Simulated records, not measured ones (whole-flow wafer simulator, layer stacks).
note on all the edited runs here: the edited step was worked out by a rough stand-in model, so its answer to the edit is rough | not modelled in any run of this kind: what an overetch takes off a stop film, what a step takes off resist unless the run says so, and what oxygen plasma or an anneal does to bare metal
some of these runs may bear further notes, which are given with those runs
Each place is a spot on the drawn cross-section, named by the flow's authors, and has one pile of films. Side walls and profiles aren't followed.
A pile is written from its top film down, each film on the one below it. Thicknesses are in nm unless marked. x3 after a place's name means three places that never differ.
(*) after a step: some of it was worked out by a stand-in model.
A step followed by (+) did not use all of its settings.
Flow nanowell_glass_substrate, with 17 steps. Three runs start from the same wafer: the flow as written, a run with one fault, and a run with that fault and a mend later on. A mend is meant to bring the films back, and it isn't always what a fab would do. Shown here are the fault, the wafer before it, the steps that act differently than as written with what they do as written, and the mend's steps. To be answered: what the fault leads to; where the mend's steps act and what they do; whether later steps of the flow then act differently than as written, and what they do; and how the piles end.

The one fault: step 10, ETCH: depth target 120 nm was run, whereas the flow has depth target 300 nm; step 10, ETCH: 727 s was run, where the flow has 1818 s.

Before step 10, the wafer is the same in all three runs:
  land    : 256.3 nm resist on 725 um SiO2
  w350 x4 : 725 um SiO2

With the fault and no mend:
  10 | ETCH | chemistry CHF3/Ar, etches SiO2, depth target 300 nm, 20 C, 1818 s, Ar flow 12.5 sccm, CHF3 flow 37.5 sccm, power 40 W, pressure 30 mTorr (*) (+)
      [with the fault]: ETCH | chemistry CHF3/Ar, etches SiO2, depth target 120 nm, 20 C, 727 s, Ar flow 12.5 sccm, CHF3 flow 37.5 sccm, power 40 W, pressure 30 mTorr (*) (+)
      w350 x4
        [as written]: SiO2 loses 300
        [with the fault]: SiO2 loses 120
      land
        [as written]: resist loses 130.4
        [with the fault]: resist loses 52.2
  Later steps of the flow acting differently than as written:
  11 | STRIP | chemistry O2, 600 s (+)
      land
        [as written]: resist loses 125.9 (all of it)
        [with the fault]: resist loses 204.2 (all of it)
  At the end the piles are close to the flow's at the places that both follow, differing by at most 2% or 0.5 nm, whichever is larger.

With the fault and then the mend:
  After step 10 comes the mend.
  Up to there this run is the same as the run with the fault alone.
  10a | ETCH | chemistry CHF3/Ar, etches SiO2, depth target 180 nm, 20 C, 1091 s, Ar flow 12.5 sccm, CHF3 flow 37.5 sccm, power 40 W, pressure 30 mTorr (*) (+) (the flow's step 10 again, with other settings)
      w350 x4
        SiO2 loses 180
      land
        resist loses 78.3
  Every later step of the flow that is run acts as written at every place that is followed.
  By the end, the piles equal the flow's at every place that both follow.
